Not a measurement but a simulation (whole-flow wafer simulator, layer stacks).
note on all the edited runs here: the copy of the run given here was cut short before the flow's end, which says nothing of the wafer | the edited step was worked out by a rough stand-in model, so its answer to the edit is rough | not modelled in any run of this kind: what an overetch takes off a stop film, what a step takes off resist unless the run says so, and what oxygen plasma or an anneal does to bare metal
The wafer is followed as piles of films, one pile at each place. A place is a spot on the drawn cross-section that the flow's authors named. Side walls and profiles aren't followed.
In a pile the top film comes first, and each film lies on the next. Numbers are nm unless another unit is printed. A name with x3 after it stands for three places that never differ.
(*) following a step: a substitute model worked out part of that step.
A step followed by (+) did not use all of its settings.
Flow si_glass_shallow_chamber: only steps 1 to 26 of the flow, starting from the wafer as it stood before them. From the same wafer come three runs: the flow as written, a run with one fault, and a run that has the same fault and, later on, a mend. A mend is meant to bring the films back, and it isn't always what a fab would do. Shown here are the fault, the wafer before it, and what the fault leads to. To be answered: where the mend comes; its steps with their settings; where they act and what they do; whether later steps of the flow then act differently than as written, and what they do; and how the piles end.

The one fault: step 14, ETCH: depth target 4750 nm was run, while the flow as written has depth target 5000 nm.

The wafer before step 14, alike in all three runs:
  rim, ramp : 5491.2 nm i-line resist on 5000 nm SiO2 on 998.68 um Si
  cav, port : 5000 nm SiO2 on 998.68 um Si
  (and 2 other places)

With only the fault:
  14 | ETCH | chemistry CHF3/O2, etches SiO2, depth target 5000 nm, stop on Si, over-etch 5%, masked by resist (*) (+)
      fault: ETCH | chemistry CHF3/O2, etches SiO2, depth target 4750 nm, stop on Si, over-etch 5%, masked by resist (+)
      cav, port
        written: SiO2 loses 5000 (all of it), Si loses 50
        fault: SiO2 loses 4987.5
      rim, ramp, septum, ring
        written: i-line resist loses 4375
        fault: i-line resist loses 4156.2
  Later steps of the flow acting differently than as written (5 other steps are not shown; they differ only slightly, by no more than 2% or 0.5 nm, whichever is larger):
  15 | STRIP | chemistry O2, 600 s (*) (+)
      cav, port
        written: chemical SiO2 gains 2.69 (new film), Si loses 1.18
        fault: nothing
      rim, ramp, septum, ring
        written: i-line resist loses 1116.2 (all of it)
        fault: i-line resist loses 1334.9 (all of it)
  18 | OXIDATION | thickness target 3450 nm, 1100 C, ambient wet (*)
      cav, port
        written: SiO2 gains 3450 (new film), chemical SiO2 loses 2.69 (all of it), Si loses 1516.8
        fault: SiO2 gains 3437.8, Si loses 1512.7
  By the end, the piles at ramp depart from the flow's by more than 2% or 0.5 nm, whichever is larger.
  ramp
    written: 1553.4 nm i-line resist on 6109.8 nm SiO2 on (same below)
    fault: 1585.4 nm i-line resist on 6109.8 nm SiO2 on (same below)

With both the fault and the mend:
  The mend follows step 14.
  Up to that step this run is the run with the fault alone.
  14a | ETCH | chemistry CHF3/O2, etches SiO2, depth target 250 nm, stop on Si, over-etch 5%, masked by resist (*) (a further turn of the flow's step 14, with different settings)
      rim, ramp, septum, ring
        i-line resist loses 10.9
      cav, port
        SiO2 loses 12.5 (all of it), Si loses 50
  Later steps of the flow acting differently than as written:
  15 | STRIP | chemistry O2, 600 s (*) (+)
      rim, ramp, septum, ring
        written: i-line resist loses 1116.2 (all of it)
        mend: i-line resist loses 1324 (all of it)
  By the end, the piles equal the flow's at every place that both follow.
